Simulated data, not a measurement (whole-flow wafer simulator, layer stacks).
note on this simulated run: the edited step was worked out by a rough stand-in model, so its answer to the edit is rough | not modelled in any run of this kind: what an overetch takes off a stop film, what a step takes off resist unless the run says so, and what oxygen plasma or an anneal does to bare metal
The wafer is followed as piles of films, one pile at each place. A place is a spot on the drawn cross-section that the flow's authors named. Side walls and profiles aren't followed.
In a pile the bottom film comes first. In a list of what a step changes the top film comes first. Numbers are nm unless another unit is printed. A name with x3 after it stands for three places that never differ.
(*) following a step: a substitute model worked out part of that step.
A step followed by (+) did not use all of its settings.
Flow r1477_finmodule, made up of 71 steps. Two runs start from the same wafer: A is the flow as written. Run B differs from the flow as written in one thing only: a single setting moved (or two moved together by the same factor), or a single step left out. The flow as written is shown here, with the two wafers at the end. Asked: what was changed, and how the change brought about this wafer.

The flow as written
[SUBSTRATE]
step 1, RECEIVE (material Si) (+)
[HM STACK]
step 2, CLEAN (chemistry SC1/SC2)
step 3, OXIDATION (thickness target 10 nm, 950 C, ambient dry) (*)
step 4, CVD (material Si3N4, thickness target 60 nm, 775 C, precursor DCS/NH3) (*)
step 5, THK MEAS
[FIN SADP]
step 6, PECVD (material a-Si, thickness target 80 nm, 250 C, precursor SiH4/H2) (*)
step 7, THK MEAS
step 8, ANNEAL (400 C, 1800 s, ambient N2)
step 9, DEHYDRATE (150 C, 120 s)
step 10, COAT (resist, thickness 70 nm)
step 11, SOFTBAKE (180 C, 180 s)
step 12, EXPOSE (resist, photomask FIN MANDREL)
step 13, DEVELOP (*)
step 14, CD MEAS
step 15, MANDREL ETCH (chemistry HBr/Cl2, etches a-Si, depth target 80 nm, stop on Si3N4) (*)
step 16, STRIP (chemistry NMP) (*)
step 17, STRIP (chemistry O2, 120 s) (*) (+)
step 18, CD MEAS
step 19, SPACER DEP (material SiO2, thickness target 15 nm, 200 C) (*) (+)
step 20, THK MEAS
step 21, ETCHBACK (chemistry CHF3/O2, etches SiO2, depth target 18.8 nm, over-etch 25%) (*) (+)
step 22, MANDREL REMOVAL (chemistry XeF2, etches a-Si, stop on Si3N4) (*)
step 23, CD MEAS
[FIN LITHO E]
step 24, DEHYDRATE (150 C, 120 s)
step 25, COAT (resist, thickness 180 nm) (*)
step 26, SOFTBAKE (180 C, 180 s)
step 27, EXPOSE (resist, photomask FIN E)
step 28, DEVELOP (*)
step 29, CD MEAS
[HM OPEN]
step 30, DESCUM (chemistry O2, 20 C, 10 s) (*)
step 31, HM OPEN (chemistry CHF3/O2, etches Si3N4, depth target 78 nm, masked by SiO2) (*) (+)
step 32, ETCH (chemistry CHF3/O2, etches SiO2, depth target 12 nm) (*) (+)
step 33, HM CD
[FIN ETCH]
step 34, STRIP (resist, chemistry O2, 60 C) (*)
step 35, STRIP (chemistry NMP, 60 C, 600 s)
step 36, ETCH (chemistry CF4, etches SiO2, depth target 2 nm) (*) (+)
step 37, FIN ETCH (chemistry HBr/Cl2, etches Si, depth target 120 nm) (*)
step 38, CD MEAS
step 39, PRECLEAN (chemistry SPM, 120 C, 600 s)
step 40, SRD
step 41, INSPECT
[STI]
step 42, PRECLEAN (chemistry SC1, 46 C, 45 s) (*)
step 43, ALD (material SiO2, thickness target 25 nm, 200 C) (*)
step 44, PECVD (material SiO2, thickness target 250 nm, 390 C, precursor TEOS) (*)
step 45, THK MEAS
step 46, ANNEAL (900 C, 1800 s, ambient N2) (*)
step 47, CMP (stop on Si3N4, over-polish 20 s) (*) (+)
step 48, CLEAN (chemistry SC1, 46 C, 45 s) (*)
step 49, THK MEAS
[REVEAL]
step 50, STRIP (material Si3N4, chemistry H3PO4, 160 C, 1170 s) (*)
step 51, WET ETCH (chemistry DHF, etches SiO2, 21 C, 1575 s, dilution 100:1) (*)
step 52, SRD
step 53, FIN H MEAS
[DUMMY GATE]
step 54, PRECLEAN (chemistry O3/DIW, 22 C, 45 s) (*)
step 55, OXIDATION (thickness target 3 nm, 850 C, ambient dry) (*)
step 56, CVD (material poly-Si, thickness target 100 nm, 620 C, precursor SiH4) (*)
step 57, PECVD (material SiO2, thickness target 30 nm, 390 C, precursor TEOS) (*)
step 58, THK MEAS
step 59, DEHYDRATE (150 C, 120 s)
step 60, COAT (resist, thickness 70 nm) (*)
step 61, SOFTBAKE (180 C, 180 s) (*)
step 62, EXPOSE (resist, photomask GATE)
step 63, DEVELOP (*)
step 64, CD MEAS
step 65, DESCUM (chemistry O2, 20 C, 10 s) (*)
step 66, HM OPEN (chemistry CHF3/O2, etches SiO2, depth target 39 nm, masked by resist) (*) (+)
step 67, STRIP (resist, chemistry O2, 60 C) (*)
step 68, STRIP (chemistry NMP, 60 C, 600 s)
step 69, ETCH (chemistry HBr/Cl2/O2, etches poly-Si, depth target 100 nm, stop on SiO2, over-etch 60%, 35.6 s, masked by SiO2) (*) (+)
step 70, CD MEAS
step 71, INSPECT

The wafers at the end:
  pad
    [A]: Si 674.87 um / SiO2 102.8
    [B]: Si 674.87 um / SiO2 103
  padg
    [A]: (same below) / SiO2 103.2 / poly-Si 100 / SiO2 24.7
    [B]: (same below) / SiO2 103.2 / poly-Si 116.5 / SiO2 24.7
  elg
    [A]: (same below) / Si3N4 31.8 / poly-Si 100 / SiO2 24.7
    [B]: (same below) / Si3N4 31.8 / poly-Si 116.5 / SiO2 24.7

Cause: step 56, CVD: thickness target 116.5 nm was run, though the flow has thickness target 100 nm.
The wafer itself shows it: padg has poly-Si 116.5, and step 56 as written asks for 100 nm.

The path from the change to this, step by step:
  step 56, CVD (material poly-Si, thickness target 100 nm, 620 C, precursor SiH4) (*)
      pad, padg, elg and 26 more: A poly-Si gains 100 (new film) | B poly-Si gains 116.5 (new film)
      s40cg, s40co: A poly-Si gains 113.9 (new film) | B poly-Si gains 130.7 (new film)
      (and at 5 other places as well)
  step 69, ETCH (chemistry HBr/Cl2/O2, etches poly-Si, depth target 100 nm, stop on SiO2, over-etch 60%, 35.6 s, masked by SiO2) (*) (+)
      elo, e40lo, e100lo, e200lo: A chemical SiO2 loses 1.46 (all of it), poly-Si loses 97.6 (all of it), Si3N4 loses 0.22 | B chemical SiO2 loses 1.46 (all of it), poly-Si loses 114.1 (all of it)
      pad, eso, e40so and 8 more: A chemical SiO2 loses 1.46 (all of it), poly-Si loses 97.6 (all of it), SiO2 loses 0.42 | B chemical SiO2 loses 1.46 (all of it), poly-Si loses 114.1 (all of it), SiO2 loses 0.23
      (and at 3 other places as well)
